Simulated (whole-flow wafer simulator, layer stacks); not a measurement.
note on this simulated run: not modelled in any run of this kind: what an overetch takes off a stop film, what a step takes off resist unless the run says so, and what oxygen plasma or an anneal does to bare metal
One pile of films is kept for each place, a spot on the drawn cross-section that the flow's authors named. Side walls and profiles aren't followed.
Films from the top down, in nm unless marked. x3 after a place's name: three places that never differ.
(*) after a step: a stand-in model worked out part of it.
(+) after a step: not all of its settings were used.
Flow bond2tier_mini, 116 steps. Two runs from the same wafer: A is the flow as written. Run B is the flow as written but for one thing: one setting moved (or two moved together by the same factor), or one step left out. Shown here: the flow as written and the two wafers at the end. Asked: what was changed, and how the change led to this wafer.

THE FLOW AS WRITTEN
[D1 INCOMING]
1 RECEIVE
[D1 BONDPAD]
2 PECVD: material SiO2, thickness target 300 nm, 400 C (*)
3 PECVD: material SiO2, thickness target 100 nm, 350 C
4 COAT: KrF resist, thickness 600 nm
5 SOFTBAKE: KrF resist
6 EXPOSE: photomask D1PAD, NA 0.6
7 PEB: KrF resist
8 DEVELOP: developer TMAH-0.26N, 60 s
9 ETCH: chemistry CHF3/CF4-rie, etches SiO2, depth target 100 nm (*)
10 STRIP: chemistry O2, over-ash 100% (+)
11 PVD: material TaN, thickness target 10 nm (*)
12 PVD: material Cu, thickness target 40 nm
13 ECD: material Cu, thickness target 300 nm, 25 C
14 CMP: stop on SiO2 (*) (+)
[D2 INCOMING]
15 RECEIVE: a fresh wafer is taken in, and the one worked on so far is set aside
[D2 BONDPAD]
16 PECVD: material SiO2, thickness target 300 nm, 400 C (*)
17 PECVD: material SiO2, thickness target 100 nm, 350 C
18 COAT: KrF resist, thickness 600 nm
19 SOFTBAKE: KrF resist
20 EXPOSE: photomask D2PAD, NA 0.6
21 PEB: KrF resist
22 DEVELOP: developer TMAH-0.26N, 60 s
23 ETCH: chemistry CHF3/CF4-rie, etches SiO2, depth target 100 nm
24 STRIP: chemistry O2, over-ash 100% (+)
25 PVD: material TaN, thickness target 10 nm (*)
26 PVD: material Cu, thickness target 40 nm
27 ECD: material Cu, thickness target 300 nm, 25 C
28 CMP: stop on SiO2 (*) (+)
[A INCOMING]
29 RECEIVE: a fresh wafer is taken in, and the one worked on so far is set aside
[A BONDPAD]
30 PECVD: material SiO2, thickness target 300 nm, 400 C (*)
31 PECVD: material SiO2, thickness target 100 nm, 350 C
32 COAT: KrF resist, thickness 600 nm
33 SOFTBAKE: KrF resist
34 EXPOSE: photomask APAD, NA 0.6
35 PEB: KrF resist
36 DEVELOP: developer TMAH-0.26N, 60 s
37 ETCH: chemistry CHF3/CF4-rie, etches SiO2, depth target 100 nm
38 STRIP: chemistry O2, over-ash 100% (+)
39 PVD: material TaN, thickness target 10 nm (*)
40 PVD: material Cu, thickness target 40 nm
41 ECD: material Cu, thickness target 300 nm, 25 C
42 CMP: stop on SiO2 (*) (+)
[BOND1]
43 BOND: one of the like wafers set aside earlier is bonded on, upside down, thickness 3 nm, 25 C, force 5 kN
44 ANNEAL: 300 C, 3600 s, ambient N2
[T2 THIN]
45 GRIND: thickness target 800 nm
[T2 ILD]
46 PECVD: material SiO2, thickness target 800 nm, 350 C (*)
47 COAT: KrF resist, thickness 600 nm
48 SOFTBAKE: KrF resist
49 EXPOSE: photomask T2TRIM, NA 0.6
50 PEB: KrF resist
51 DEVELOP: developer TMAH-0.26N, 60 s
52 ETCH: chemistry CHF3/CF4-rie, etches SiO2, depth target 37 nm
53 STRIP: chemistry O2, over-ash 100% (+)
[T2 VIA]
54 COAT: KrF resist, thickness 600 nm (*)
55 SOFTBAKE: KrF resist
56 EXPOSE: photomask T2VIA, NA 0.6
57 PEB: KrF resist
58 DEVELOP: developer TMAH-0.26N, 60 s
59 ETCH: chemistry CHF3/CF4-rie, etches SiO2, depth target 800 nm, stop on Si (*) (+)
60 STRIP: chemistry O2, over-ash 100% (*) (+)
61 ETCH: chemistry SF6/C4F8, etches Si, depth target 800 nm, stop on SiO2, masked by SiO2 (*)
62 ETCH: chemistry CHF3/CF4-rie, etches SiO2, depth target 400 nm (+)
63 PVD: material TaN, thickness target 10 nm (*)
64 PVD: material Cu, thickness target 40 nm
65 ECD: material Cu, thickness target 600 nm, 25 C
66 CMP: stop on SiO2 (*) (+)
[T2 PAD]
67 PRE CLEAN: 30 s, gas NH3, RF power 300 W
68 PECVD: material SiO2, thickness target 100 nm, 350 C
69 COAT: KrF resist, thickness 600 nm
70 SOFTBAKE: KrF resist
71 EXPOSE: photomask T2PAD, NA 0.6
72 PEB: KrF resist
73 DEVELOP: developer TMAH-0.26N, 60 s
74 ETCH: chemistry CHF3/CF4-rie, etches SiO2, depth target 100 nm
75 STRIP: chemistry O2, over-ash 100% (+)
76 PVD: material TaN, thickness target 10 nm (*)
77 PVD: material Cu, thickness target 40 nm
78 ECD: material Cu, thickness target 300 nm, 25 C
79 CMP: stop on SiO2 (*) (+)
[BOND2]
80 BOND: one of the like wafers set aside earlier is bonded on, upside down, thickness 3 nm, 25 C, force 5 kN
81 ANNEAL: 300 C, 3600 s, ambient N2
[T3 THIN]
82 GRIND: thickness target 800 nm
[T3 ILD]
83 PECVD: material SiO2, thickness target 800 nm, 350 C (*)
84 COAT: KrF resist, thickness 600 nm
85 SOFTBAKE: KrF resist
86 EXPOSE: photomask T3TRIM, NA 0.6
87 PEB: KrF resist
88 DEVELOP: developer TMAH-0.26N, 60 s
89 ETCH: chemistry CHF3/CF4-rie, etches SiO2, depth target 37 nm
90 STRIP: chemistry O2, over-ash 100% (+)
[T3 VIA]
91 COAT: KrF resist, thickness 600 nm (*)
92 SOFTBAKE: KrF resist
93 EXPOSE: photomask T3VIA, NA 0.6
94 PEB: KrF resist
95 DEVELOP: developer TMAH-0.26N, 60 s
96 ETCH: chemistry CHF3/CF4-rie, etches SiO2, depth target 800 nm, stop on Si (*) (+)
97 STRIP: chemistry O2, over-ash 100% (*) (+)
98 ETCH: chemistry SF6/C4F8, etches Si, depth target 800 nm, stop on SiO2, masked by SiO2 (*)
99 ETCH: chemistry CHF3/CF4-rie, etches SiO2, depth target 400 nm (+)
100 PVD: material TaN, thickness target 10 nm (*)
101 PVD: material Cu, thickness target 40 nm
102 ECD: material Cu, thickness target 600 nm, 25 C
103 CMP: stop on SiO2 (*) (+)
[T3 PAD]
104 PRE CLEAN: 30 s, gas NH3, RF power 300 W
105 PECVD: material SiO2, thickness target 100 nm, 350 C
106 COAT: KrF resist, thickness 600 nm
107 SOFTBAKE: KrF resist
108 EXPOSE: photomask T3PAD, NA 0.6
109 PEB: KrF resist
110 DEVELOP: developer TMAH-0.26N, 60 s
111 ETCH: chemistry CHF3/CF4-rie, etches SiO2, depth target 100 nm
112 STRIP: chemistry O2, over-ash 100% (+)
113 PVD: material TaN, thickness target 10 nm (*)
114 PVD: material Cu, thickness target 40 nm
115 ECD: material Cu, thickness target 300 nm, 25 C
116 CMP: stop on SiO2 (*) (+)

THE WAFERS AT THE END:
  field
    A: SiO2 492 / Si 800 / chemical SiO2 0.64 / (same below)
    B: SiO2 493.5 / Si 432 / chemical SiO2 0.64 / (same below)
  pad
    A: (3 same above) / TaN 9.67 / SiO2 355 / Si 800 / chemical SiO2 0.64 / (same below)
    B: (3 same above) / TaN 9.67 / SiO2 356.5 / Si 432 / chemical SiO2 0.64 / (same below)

The cause: step 82, GRIND: thickness target 432 nm was run, where the flow has thickness target 800 nm.
It can be read off the wafer: field has Si 432, and step 82 as written asks for 800 nm.

How the change led to this, step by step:
  82 GRIND: thickness target 800 nm
      field, pad: A Si -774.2 um | B Si -774.57 um
  98 ETCH: chemistry SF6/C4F8, etches Si, depth target 800 nm, stop on SiO2, masked by SiO2 (*)
      field, pad: A SiO2 -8 | B SiO2 -6.48
